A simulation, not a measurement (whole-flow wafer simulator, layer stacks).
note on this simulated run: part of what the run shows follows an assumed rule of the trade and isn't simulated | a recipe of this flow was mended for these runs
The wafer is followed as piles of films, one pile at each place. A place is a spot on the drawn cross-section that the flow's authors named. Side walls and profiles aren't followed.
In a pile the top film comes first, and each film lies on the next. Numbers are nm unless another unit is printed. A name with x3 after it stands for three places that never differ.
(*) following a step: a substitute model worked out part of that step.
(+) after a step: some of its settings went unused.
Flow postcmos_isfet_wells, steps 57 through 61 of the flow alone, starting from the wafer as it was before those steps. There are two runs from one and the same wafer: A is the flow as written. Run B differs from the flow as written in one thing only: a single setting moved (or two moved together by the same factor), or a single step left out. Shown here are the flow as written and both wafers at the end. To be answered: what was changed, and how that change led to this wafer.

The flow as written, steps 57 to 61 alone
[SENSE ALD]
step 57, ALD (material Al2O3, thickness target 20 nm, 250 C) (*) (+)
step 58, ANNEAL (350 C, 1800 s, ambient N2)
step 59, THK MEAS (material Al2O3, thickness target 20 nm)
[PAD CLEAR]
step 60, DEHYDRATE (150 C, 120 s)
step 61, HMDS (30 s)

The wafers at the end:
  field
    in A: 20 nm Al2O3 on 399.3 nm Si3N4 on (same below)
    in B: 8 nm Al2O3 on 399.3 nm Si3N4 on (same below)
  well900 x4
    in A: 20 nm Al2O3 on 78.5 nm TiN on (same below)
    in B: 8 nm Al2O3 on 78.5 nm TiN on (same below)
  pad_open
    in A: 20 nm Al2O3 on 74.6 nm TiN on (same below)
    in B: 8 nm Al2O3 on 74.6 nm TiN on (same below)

What caused this: step 57, ALD: thickness target 8 nm was run, though the flow has thickness target 20 nm.
The wafer lets one read it off: field has Al2O3 8, and step 57 as written asks for 20 nm.

Step by step, how the change led to this:
  step 57, ALD (material Al2O3, thickness target 20 nm, 250 C) (*) (+)
      field, margin x3, well900 x4, pad_open: A +20 Al2O3 (new film) | B +8 Al2O3 (new film)
